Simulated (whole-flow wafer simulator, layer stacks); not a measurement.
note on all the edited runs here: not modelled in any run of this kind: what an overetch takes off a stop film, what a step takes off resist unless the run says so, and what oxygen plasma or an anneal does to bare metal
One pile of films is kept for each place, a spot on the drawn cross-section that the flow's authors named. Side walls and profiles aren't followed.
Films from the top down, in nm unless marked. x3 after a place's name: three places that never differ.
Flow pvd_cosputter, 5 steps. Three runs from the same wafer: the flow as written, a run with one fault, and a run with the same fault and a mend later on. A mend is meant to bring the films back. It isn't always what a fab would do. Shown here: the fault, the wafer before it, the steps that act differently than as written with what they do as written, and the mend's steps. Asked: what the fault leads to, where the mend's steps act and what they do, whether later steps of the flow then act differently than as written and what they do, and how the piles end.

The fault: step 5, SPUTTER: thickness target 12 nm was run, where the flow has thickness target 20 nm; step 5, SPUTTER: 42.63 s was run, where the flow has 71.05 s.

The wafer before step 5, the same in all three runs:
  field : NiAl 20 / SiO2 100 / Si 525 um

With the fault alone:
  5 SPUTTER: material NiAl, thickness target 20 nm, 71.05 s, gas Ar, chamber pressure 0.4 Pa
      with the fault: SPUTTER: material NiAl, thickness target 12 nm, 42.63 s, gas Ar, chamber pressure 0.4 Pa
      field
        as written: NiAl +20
        with the fault: NiAl +12
  No later step of the flow acts differently than as written at any place that is followed.
  At the end the piles differ from the flow's by more than 2% or 0.5 nm, whichever is larger, at field.
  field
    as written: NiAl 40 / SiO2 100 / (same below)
    with the fault: NiAl 32 / SiO2 100 / (same below)

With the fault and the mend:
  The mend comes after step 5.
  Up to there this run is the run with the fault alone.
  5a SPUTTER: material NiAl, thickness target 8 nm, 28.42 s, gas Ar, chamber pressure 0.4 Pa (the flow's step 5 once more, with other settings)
      field
        NiAl +8
  No later step of the flow acts differently than as written at any place that is followed.
  At the end the piles are the same as the flow's at every place that both follow.
